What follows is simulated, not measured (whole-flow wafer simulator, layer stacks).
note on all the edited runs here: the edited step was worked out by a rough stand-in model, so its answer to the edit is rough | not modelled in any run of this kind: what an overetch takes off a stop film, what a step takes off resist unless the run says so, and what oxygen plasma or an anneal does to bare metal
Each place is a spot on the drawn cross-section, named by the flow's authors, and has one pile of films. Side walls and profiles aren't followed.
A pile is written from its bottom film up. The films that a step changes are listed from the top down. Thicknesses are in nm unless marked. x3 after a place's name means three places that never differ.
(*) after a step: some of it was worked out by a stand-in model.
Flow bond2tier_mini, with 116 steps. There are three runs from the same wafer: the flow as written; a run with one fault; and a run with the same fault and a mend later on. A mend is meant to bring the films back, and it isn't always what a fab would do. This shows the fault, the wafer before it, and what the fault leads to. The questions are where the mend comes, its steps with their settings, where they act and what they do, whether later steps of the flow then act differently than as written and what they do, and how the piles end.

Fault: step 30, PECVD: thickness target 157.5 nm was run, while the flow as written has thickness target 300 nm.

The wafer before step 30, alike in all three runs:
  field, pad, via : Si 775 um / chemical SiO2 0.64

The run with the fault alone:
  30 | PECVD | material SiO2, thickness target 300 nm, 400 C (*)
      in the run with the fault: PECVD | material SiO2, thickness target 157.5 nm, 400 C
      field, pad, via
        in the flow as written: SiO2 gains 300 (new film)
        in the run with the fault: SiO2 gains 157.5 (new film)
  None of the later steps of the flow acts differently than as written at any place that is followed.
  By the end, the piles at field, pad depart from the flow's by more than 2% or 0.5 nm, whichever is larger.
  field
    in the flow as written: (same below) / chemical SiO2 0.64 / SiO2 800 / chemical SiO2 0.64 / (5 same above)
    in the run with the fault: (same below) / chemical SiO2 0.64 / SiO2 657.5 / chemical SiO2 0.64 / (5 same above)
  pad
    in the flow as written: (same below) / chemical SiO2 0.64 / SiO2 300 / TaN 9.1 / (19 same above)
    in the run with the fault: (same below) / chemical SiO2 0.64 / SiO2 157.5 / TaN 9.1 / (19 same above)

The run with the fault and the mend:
  After step 30 comes the mend.
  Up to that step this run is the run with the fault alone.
  30a | PECVD | material SiO2, thickness target 142.5 nm, 400 C (the flow's step 30 again, with other settings)
      field, pad, via
        SiO2 gains 142.5
  None of the later steps of the flow acts differently than as written at any place that is followed.
  At every place that both follow, the piles at the end match the flow's.
